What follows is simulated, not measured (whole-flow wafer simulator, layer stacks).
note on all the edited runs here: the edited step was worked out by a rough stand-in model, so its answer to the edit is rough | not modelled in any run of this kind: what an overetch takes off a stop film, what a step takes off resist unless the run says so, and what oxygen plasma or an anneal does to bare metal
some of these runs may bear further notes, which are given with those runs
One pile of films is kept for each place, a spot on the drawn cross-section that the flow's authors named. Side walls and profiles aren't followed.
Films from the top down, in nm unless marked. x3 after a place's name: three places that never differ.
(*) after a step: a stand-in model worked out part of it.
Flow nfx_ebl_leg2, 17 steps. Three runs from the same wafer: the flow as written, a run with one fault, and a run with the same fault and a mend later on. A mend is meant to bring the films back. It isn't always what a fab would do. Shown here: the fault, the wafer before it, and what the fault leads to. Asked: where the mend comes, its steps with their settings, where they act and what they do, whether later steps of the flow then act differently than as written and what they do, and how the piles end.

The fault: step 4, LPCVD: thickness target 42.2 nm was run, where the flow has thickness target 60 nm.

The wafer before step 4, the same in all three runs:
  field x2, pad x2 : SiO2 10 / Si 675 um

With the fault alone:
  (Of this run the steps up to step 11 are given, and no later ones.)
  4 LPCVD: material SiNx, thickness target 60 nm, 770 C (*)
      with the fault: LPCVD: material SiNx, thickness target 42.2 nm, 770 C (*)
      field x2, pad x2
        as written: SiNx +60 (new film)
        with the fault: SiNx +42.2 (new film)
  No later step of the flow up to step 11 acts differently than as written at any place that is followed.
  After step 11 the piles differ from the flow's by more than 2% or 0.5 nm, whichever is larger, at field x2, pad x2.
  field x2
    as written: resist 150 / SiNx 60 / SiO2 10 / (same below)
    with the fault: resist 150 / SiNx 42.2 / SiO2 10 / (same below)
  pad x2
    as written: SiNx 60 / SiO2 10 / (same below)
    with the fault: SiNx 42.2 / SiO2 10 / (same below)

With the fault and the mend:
  The mend comes after step 5.
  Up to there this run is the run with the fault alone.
  5a ETCH: chemistry h3po4, depth target 48.53 nm
      field x2, pad x2
        SiNx -42.2 (all of it)
  5b CLEAN: chemistry SC1/SC2 (the flow's step 2 once more)
      changes no film at any place that is followed
  5c LPCVD: material SiNx, thickness target 60 nm, 770 C (*) (the flow's step 4 once more)
      field x2, pad x2
        SiNx +60 (new film)
  No later step of the flow acts differently than as written at any place that is followed.
  At the end the piles are the same as the flow's at every place that both follow.
